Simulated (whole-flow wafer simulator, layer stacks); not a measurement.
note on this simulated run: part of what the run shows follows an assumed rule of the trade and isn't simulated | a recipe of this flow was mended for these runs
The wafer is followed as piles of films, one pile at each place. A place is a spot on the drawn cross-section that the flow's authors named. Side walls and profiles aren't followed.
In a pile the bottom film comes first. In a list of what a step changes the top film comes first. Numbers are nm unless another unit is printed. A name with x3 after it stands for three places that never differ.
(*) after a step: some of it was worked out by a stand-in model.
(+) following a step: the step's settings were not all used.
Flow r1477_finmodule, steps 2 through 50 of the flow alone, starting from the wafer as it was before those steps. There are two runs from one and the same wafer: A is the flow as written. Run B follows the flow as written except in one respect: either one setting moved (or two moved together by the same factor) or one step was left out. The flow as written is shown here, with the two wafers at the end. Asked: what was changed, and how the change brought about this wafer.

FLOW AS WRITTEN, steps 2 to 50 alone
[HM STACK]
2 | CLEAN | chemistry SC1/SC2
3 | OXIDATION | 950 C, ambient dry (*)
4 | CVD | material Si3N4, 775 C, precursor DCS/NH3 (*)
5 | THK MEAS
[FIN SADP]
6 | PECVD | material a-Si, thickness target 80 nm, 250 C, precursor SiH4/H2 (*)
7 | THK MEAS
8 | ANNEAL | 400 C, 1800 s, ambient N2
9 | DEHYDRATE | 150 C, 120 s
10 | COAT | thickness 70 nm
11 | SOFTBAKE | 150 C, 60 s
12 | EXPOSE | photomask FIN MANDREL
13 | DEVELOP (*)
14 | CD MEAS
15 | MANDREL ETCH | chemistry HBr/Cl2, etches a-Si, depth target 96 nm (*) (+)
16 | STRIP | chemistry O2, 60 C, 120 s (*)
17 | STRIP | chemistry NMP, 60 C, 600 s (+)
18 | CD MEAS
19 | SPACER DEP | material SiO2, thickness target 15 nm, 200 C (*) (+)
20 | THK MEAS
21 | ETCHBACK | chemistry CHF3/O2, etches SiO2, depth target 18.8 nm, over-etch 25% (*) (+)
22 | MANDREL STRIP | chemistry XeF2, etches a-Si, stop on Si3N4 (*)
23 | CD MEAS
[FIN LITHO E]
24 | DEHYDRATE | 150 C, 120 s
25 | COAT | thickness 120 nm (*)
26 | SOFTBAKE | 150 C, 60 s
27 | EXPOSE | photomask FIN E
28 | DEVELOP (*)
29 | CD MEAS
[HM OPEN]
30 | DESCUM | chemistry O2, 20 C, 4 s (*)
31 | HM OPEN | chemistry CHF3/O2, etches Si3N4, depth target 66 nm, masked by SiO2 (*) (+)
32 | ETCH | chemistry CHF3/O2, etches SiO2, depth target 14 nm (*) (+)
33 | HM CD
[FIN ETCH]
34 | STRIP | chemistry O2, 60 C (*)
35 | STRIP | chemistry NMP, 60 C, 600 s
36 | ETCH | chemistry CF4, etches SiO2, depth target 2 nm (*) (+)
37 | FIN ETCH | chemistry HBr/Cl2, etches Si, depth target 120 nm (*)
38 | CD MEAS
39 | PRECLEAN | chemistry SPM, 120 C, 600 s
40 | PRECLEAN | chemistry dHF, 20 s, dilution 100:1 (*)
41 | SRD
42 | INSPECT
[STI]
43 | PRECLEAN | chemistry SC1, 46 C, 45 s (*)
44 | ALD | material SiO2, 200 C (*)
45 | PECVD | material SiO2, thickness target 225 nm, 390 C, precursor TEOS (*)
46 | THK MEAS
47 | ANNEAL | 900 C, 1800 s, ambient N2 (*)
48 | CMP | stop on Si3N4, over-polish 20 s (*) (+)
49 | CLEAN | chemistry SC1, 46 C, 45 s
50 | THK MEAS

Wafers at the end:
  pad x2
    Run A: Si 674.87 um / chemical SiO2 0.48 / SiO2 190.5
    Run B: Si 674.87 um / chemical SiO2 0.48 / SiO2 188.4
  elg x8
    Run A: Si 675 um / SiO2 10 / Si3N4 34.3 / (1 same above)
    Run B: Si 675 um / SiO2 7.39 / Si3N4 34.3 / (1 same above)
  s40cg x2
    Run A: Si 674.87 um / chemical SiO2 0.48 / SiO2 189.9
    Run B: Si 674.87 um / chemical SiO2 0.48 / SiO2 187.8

The reason: step 3, OXIDATION: 919 C was run, whereas the flow has 950 C.

The path from the change to this, step by step:
  3 | OXIDATION | 950 C, ambient dry (*)
      pad x2, elg x8, esg x8 and 18 more: A SiO2 gains 10 (new film), chemical SiO2 loses 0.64 (all of it), Si loses 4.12 | B SiO2 gains 7.39 (new film), chemical SiO2 loses 0.64 (all of it), Si loses 2.97
  32 | ETCH | chemistry CHF3/O2, etches SiO2, depth target 14 nm (*) (+)
      pad x2, esg x8, s40sg x2, s45sg x2, s50sg x2: A SiO2 loses 4.05 (all of it), Si loses 1.99 | B SiO2 loses 1.44 (all of it), Si loses 2.51
      s40cg x2, s45cg x2, s50cg x2: A SiO2 loses 7 (all of it), Si loses 1.4 | B SiO2 loses 4.39 (all of it), Si loses 1.92
  48 | CMP | stop on Si3N4, over-polish 20 s (*) (+)
      pad x2: A SiO2 loses 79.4 | B SiO2 loses 81.5
